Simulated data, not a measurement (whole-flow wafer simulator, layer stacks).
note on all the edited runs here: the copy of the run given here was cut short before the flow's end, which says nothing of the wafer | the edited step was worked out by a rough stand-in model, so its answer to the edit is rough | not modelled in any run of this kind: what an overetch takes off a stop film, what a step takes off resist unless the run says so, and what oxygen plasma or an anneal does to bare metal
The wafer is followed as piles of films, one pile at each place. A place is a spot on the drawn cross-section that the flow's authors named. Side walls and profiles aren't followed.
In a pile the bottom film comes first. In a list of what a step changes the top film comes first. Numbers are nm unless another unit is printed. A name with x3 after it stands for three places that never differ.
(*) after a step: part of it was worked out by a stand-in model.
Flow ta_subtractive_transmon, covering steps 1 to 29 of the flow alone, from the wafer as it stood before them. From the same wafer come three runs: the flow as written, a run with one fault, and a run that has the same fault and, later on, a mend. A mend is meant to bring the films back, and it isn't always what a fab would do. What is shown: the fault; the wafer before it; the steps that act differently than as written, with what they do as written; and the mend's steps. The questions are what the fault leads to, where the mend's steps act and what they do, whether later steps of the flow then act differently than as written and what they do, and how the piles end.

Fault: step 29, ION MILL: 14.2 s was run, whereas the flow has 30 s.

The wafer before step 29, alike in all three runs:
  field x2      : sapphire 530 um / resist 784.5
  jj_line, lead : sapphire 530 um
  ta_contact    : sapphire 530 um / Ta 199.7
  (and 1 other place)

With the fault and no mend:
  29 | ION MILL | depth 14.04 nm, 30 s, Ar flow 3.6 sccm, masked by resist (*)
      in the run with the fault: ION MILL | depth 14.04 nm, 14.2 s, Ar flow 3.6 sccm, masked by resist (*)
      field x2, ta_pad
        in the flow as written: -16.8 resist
        in the run with the fault: -7.95 resist
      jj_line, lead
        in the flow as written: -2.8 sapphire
        in the run with the fault: -1.32 sapphire
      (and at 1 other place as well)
  Every later step of the flow that is run acts as written at every place that is followed.
  By the end, the piles at ta_contact depart from the flow's by more than 2% or 0.5 nm, whichever is larger.
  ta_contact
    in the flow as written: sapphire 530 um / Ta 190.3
    in the run with the fault: sapphire 530 um / Ta 195.3

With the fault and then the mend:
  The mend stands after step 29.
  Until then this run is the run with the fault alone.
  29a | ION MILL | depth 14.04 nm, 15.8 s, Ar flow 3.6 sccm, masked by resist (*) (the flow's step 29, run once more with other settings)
      field x2, ta_pad
        -8.84 resist
      jj_line, lead
        -1.47 sapphire
      ta_contact
        -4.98 Ta
  Every later step of the flow that is run acts as written at every place that is followed.
  At every place that both follow, the piles at the end match the flow's.
